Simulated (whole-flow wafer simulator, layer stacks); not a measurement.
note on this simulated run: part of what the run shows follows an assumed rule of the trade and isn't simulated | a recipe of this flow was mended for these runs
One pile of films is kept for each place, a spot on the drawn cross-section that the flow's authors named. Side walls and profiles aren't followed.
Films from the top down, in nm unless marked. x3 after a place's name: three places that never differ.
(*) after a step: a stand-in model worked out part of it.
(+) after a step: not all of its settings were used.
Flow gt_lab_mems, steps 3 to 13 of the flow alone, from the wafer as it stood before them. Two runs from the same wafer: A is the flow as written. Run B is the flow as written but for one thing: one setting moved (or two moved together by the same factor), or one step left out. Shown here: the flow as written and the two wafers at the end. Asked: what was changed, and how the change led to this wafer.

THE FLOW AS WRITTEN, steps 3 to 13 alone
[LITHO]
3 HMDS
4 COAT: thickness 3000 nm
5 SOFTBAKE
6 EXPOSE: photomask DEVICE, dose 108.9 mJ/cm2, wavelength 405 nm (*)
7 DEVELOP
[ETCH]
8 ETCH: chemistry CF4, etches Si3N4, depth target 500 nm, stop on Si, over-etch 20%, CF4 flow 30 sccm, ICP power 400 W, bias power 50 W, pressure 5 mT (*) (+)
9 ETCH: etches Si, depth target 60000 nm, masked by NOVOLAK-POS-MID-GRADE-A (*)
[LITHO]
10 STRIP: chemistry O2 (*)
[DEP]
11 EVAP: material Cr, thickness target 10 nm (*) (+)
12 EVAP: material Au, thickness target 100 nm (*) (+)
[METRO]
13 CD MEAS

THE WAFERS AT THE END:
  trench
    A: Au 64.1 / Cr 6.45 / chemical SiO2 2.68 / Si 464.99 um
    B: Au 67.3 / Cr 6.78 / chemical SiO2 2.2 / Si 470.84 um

The cause: step 4, COAT: thickness 1920 nm was run, where the flow has thickness 3000 nm; step 8, ETCH: depth target 320 nm was run, where the flow has depth target 500 nm.

How the change led to this, step by step:
  4 COAT: thickness 3000 nm
      field, trench: A g/i-line-resist +3000 (new film) | B g/i-line-resist +1920 (new film)
  7 DEVELOP
      trench: A g/i-line-resist -3000 (all of it) | B g/i-line-resist -1920 (all of it)
  8 ETCH: chemistry CF4, etches Si3N4, depth target 500 nm, stop on Si, over-etch 20%, CF4 flow 30 sccm, ICP power 400 W, bias power 50 W, pressure 5 mT (*) (+)
      trench: A Si3N4 -500 (all of it), chemical SiO2 -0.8 (all of it), Si -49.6 | B Si3N4 -384
      field: A g/i-line-resist -400 | B g/i-line-resist -256
  9 ETCH: etches Si, depth target 60000 nm, masked by NOVOLAK-POS-MID-GRADE-A (*)
      trench: A Si -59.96 um | B Si3N4 -116 (all of it), chemical SiO2 -0.8 (all of it), Si -54.16 um
  10 STRIP: chemistry O2 (*)
      field: A g/i-line-resist -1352 (all of it) | B g/i-line-resist -416 (all of it)
  12 EVAP: material Au, thickness target 100 nm (*) (+)
      trench: A Au +64.1 (new film) | B Au +67.3 (new film)
